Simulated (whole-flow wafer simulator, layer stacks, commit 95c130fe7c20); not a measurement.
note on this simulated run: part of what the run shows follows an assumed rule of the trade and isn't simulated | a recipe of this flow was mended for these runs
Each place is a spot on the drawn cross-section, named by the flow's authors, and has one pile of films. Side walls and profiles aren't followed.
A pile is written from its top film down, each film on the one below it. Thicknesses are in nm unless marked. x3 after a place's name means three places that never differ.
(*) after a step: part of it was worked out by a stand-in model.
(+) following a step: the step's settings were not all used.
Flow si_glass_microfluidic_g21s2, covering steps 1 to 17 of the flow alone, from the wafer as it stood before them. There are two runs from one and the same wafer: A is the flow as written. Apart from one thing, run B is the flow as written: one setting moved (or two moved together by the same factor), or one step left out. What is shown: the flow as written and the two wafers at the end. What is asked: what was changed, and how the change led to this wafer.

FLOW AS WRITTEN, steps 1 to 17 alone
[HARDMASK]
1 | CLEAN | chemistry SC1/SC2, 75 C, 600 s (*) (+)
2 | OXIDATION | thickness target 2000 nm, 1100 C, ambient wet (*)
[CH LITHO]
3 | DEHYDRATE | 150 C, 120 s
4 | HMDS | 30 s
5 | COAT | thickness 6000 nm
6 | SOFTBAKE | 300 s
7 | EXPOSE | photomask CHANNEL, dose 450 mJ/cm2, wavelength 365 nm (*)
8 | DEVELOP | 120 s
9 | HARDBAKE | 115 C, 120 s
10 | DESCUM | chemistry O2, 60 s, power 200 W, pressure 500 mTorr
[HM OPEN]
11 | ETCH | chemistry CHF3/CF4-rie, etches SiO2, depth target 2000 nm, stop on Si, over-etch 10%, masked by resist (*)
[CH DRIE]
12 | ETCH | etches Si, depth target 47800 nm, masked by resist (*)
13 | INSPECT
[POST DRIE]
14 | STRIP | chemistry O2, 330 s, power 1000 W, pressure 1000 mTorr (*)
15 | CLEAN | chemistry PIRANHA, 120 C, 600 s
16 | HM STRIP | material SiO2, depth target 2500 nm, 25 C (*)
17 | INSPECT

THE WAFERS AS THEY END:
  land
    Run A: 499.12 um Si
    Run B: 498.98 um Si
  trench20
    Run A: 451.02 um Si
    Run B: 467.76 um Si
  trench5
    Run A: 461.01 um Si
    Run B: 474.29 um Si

The reason: step 2, OXIDATION: 1155 C was run, though the flow has 1100 C.

How this came from the change, step by step:
  2 | OXIDATION | thickness target 2000 nm, 1100 C, ambient wet (*)
      land, trench20, trench5, trench200: A +2000 SiO2 (new film), -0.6 chemical SiO2 (all of it), -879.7 Si | B +2312.4 SiO2 (new film), -0.6 chemical SiO2 (all of it), -1017.2 Si
  11 | ETCH | chemistry CHF3/CF4-rie, etches SiO2, depth target 2000 nm, stop on Si, over-etch 10%, masked by resist (*)
      trench20, trench5, trench200: A -2000 SiO2 (all of it), -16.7 Si | B -2200 SiO2
  12 | ETCH | etches Si, depth target 47800 nm, masked by resist (*)
      trench20: A -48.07 um Si | B -112.4 SiO2 (all of it), -31.21 um Si
      trench5: A -38.09 um Si | B -112.4 SiO2 (all of it), -24.69 um Si
      (also at 1 further place)
  16 | HM STRIP | material SiO2, depth target 2500 nm, 25 C (*)
      land: A -2000 SiO2 (all of it) | B -2312.4 SiO2 (all of it)
